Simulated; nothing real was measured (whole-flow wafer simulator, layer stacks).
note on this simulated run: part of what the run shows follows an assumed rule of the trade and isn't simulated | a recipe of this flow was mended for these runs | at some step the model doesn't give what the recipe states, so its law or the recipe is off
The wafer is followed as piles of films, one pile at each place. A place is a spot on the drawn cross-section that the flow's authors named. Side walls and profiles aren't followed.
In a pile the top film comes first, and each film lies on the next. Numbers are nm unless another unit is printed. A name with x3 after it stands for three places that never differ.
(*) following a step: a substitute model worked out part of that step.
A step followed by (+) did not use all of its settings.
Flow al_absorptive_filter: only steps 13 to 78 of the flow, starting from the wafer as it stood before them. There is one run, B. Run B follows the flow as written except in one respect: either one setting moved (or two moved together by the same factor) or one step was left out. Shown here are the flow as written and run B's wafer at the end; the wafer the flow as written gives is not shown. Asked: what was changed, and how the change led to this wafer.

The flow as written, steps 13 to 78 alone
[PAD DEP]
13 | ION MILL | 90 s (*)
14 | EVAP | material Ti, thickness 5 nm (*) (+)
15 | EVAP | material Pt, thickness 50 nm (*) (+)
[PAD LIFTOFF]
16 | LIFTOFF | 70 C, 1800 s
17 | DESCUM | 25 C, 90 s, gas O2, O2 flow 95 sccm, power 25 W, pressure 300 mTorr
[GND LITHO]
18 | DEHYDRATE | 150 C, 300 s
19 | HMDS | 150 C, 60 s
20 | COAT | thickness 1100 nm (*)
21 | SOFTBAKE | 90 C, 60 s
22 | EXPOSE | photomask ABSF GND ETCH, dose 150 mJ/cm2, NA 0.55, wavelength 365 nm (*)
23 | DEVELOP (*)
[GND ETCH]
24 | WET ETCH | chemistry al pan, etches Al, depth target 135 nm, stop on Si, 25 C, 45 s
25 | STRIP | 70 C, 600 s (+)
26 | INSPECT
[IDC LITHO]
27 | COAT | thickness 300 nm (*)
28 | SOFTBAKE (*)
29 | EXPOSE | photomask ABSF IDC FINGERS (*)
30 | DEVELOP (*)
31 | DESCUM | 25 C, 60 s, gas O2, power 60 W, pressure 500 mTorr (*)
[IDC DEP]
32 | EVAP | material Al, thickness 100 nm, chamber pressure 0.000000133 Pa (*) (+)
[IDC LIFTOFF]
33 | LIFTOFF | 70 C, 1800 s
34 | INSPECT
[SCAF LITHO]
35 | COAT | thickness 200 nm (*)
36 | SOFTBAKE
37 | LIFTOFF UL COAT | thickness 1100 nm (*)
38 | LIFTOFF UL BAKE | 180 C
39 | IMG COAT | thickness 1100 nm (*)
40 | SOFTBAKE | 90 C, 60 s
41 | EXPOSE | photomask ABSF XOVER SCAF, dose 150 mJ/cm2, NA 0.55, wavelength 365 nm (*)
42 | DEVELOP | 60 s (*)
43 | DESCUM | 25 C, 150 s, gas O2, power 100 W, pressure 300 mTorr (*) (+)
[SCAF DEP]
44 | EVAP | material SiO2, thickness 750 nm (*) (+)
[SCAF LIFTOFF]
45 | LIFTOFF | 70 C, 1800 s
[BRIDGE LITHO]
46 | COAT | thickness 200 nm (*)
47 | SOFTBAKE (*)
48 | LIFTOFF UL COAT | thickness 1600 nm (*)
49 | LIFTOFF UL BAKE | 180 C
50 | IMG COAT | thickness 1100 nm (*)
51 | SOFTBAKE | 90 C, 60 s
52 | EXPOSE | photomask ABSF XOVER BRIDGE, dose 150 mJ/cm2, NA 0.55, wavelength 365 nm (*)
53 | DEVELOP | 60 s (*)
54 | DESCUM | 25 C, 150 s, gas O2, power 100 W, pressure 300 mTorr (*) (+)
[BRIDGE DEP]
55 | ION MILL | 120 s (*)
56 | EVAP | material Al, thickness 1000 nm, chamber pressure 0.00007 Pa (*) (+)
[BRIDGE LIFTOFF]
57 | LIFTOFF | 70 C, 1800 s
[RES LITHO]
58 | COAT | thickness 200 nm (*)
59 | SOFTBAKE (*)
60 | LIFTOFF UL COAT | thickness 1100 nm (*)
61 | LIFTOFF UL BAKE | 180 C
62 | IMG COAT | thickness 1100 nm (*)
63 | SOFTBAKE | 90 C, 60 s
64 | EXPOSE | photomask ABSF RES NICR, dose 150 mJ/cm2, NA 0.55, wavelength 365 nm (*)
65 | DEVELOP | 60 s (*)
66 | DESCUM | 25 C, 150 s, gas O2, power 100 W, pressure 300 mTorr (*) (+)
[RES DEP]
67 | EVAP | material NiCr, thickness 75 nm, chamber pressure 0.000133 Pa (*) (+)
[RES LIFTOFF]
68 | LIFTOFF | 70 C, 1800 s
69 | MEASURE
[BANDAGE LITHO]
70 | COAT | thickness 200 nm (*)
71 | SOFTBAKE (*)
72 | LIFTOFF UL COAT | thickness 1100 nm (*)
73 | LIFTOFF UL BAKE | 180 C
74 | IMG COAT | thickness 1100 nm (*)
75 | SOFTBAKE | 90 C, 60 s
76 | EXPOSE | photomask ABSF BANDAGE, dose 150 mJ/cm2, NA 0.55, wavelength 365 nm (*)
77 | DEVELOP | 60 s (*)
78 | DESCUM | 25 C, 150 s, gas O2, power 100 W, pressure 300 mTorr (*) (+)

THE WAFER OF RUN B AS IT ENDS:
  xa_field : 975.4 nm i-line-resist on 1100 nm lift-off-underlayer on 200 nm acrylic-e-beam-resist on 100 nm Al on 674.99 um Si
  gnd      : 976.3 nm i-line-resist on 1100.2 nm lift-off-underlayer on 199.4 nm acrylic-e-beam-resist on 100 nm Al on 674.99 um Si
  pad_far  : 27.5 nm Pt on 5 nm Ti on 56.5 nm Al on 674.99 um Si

The reason: step 15, EVAP: thickness 27.5 nm was run, though the flow has thickness 50 nm.
The wafer itself shows it: pad_far has Pt 27.5, and step 15 as written asks for 50 nm.

Step by step, how the change led to this:
  15 | EVAP | material Pt, thickness 50 nm (*) (+)
      gnd, pad_far, pad_near and 11 more: Pt gains 27.5 (new film) (as written it would have been: Pt gains 50 (new film))
  16 | LIFTOFF | 70 C, 1800 s
      gnd, ledge, res and 9 more: Pt loses 27.5 (all of it), Ti loses 5 (all of it), i-line-resist loses 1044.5 (all of it), lift-off-underlayer loses 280 (all of it) (as written it would have been: Pt loses 50 (all of it), Ti loses 5 (all of it), i-line-resist loses 1044.5 (all of it), lift-off-underlayer loses 280 (all of it))
  27 | COAT | thickness 300 nm (*)
      pad_near: e-beam-resist gains 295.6 (new film) (as written it would have been: e-beam-resist gains 288.3 (new film))
      ledge: e-beam-resist gains 266.9 (new film) (as written it would have been: e-beam-resist gains 274.4 (new film))
  33 | LIFTOFF | 70 C, 1800 s
      pad_near: Al loses 100 (all of it), e-beam-resist loses 286.6 (all of it) (as written it would have been: Al loses 100 (all of it), e-beam-resist loses 279.3 (all of it))
      ledge: Al loses 100 (all of it), e-beam-resist loses 257.8 (all of it) (as written it would have been: Al loses 100 (all of it), e-beam-resist loses 265.3 (all of it))
  35 | COAT | thickness 200 nm (*)
      pad_near: acrylic-e-beam-resist gains 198 (new film) (as written it would have been: acrylic-e-beam-resist gains 193.6 (new film))
      ledge: acrylic-e-beam-resist gains 162.1 (new film) (as written it would have been: acrylic-e-beam-resist gains 169.8 (new film))
  45 | LIFTOFF | 70 C, 1800 s
      pad_near: SiO2 loses 750 (all of it), i-line-resist loses 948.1 (all of it), lift-off-underlayer loses 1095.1 (all of it), acrylic-e-beam-resist loses 198 (all of it) (as written it would have been: SiO2 loses 750 (all of it), i-line-resist loses 944.1 (all of it), lift-off-underlayer loses 1088 (all of it), acrylic-e-beam-resist loses 193.6 (all of it))
      ledge: SiO2 loses 750 (all of it), i-line-resist loses 953.7 (all of it), lift-off-underlayer loses 1113.6 (all of it), acrylic-e-beam-resist loses 162.1 (all of it) (as written it would have been: SiO2 loses 750 (all of it), i-line-resist loses 952.1 (all of it), lift-off-underlayer loses 1114 (all of it), acrylic-e-beam-resist loses 169.8 (all of it))
  46 | COAT | thickness 200 nm (*)
      pad_near: acrylic-e-beam-resist gains 198 (new film) (as written it would have been: acrylic-e-beam-resist gains 193.6 (new film))
      ledge: acrylic-e-beam-resist gains 162.1 (new film) (as written it would have been: acrylic-e-beam-resist gains 169.8 (new film))
  57 | LIFTOFF | 70 C, 1800 s
      pad_near: Al loses 1000 (all of it), i-line-resist loses 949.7 (all of it), lift-off-underlayer loses 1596 (all of it), acrylic-e-beam-resist loses 198 (all of it) (as written it would have been: Al loses 1000 (all of it), i-line-resist loses 946.7 (all of it), lift-off-underlayer loses 1587.9 (all of it), acrylic-e-beam-resist loses 193.6 (all of it))
      ledge: Al loses 1000 (all of it), i-line-resist loses 953.1 (all of it), lift-off-underlayer loses 1617 (all of it), acrylic-e-beam-resist loses 162.1 (all of it) (as written it would have been: Al loses 1000 (all of it), i-line-resist loses 951.7 (all of it), lift-off-underlayer loses 1617.2 (all of it), acrylic-e-beam-resist loses 169.8 (all of it))
  58 | COAT | thickness 200 nm (*)
      pad_near: acrylic-e-beam-resist gains 198 (new film) (as written it would have been: acrylic-e-beam-resist gains 193.6 (new film))
      ledge: acrylic-e-beam-resist gains 162.1 (new film) (as written it would have been: acrylic-e-beam-resist gains 169.8 (new film))
  66 | DESCUM | 25 C, 150 s, gas O2, power 100 W, pressure 300 mTorr (*) (+)
      pad_near: acrylic-e-beam-resist loses 198 (all of it) (as written it would have been: acrylic-e-beam-resist loses 193.6 (all of it))
      ledge: acrylic-e-beam-resist loses 162.1 (all of it) (as written it would have been: acrylic-e-beam-resist loses 169.8 (all of it))
  70 | COAT | thickness 200 nm (*)
      pad_near: acrylic-e-beam-resist gains 185.3 (new film) (as written it would have been: acrylic-e-beam-resist gains 180.9 (new film))
      ledge: acrylic-e-beam-resist gains 160.5 (new film) (as written it would have been: acrylic-e-beam-resist gains 167 (new film))
  78 | DESCUM | 25 C, 150 s, gas O2, power 100 W, pressure 300 mTorr (*) (+)
      pad_near: acrylic-e-beam-resist loses 185.3 (all of it) (as written it would have been: acrylic-e-beam-resist loses 180.9 (all of it))
